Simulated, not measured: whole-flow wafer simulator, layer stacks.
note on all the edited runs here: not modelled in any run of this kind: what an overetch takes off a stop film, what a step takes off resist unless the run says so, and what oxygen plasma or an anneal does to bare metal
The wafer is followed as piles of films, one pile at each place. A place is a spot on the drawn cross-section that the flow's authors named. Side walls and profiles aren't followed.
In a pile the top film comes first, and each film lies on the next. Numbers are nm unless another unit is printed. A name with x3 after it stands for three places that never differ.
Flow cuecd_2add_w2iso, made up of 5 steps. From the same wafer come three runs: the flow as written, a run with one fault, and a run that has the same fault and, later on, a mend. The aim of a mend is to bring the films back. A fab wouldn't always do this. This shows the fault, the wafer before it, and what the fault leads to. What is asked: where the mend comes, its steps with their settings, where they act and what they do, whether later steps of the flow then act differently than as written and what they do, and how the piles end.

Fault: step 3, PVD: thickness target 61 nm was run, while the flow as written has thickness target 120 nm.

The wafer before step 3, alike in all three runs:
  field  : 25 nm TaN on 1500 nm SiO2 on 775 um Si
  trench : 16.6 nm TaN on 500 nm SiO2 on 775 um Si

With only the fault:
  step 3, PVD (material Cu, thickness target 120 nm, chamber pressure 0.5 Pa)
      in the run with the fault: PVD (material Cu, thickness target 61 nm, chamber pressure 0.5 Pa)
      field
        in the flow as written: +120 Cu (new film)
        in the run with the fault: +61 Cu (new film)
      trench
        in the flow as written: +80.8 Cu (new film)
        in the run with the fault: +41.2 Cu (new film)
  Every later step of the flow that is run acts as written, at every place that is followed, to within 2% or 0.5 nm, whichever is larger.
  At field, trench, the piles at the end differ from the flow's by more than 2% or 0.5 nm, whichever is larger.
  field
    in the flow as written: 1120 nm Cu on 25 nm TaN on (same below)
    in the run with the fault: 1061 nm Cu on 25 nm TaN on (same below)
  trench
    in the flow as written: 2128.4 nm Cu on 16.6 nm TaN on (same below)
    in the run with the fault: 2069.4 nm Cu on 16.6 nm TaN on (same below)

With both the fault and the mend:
  The mend follows step 3.
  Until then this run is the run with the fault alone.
  step 3a, ETCH (chemistry cu recess dil, depth target 70.24 nm)
      field
        -61 Cu (all of it)
      trench
        -41.2 Cu (all of it)
  step 3b, PVD (material Cu, thickness target 120 nm, chamber pressure 0.5 Pa) (the flow's step 3 again)
      field
        +120 Cu (new film)
      trench
        +80.8 Cu (new film)
  Every later step of the flow that is run acts as written at every place that is followed.
  The piles end the same as the flow's at every place that both follow.
